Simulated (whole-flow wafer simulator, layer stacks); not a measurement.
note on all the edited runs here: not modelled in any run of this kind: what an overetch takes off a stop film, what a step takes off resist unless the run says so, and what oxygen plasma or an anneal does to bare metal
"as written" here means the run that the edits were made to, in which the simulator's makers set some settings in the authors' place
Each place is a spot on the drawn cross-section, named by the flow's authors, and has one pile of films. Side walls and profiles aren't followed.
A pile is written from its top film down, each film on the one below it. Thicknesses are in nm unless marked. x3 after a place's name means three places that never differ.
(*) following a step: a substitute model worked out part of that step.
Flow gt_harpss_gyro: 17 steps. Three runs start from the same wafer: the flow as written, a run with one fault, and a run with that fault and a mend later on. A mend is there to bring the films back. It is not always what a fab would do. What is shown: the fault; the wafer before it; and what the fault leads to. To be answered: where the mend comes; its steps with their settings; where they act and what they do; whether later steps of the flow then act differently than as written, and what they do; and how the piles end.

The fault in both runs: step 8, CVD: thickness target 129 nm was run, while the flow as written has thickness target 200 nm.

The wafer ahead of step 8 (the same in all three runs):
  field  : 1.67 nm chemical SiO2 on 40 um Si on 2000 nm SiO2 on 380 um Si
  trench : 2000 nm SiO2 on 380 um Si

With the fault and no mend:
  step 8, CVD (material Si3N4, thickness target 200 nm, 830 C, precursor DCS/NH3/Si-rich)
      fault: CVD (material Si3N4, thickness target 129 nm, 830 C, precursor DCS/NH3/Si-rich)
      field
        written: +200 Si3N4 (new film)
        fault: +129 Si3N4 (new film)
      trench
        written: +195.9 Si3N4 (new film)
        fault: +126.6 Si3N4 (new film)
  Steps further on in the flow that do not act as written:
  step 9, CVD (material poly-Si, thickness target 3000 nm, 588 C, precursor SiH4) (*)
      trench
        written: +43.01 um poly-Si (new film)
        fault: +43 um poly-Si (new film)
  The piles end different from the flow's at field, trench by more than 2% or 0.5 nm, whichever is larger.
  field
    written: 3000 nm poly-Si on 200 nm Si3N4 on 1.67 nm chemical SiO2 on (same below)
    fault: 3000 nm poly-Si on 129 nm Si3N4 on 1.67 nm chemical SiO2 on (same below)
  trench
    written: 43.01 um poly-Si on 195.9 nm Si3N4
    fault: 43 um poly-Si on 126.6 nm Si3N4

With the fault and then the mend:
  The mend follows step 8.
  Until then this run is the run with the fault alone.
  step 8a, CVD (material Si3N4, thickness target 71 nm, 830 C, precursor DCS/NH3/Si-rich) (the flow's step 8, run once more with other settings)
      field
        +71 Si3N4
      trench
        +69.3 Si3N4
  Every later step of the flow that is run acts as written at every place that is followed.
  The piles end only slightly different from the flow's at the places that both follow, by no more than 2% or 0.5 nm, whichever is larger.
